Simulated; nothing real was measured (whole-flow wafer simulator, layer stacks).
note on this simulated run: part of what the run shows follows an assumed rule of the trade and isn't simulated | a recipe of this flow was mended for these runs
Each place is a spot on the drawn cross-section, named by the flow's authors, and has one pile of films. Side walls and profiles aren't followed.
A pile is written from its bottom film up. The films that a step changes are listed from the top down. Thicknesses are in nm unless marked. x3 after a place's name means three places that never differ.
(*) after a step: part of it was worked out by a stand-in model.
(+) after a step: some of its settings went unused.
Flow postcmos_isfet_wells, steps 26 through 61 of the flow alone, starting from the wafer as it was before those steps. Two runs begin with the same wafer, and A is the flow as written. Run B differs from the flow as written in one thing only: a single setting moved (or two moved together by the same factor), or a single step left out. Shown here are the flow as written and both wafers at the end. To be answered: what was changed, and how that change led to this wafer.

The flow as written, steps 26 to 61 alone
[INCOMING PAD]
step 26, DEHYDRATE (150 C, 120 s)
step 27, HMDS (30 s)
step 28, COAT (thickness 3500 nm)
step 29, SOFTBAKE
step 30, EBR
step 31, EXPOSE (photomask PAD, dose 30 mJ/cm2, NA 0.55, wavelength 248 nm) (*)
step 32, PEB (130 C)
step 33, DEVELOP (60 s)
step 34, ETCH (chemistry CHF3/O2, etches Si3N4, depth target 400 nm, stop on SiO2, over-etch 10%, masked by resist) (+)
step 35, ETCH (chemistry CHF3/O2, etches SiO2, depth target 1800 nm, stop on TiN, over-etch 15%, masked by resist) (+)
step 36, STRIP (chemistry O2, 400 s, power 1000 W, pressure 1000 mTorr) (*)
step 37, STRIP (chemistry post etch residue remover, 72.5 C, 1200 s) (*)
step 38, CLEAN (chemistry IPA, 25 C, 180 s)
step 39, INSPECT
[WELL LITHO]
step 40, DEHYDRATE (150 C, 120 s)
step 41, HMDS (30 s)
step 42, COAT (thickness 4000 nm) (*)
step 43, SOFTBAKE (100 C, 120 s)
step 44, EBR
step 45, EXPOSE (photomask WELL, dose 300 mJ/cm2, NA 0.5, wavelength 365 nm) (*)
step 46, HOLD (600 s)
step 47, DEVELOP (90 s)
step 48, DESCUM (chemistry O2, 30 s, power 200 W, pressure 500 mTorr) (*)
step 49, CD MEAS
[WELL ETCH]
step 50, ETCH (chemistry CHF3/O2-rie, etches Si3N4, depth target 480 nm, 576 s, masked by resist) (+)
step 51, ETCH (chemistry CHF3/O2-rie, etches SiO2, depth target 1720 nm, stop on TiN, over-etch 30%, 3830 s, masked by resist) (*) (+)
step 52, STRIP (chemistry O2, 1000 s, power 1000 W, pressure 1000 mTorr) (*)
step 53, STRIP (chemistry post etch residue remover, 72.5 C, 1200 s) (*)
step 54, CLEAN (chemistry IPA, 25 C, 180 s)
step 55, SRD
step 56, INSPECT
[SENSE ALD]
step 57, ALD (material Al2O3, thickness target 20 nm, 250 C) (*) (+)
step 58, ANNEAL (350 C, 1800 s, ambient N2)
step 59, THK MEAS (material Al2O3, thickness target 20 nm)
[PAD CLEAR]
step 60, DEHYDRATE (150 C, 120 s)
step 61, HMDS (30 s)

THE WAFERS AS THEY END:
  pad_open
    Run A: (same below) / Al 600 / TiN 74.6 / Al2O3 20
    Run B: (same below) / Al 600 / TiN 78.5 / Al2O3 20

What caused this: step 34, ETCH: depth target 340 nm was run, though the flow has depth target 400 nm.

Step by step, how the change led to this:
  step 34, ETCH (chemistry CHF3/O2, etches Si3N4, depth target 400 nm, stop on SiO2, over-etch 10%, masked by resist) (+)
      pad_open: A -400 Si3N4 (all of it), -20 SiO2 | B -374 Si3N4
      field, margin x2, well900 x4, pad_clr: A -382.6 thick-KrF-resist | B -325.2 thick-KrF-resist
  step 35, ETCH (chemistry CHF3/O2, etches SiO2, depth target 1800 nm, stop on TiN, over-etch 15%, masked by resist) (+)
      pad_open: A -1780 SiO2 (all of it), -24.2 TiN | B -26 Si3N4 (all of it), -1800 SiO2 (all of it), -20.2 TiN
  step 36, STRIP (chemistry O2, 400 s, power 1000 W, pressure 1000 mTorr) (*)
      field, margin x2, well900 x4, pad_clr: A -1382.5 thick-KrF-resist (all of it) | B -1420.8 thick-KrF-resist (all of it)
